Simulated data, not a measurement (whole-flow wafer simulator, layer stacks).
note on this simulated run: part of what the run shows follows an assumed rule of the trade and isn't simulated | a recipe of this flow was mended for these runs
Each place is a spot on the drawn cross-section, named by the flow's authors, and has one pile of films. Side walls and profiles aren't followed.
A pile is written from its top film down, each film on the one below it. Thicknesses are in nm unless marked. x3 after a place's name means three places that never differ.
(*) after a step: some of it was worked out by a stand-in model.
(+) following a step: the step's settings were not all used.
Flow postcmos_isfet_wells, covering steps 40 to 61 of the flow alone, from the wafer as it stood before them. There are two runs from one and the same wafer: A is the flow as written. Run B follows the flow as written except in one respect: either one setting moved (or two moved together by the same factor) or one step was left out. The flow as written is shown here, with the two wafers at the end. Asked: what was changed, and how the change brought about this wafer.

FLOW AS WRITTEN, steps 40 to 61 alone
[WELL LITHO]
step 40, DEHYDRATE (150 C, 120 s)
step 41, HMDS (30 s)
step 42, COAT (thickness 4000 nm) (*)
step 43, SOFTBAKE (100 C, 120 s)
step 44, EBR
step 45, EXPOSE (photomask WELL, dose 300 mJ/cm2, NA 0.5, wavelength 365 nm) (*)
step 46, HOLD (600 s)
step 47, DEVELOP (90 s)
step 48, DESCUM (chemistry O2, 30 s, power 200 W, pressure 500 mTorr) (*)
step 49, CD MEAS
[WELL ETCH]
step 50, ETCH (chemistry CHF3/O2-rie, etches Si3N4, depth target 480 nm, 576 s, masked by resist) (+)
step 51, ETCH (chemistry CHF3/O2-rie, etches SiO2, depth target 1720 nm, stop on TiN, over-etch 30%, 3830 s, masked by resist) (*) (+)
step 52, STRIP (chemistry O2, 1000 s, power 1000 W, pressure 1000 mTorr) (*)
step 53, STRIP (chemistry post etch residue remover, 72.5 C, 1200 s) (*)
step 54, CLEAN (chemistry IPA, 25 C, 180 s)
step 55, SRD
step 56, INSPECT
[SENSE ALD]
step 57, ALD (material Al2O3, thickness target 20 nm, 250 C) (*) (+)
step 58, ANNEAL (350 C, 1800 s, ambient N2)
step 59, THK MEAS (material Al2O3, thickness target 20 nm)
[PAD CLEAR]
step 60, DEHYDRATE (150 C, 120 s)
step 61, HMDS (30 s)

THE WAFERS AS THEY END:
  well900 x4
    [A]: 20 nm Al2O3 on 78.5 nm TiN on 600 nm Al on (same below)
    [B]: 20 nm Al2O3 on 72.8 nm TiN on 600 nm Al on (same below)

The reason: step 50, ETCH: chemistry CHF3/O2-rie, etches Si3N4, depth target 480 nm, 576 s, masked by resist (+), was skipped.

Step by step, how the change led to this:
  step 51, ETCH (chemistry CHF3/O2-rie, etches SiO2, depth target 1720 nm, stop on TiN, over-etch 30%, 3830 s, masked by resist) (*) (+)
      well900 x4: A SiO2 loses 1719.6 (all of it), TiN loses 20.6 | B Si3N4 loses 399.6 (all of it), SiO2 loses 1800 (all of it), TiN loses 26.4
  step 52, STRIP (chemistry O2, 1000 s, power 1000 W, pressure 1000 mTorr) (*)
      field, margin x2: A thick-g/i-line-resist loses 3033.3 (all of it) | B thick-g/i-line-resist loses 3182.1 (all of it)
      pad_clr: A thick-g/i-line-resist loses 2159.6 (all of it) | B thick-g/i-line-resist loses 2308.4 (all of it)
      (also at 1 further place)
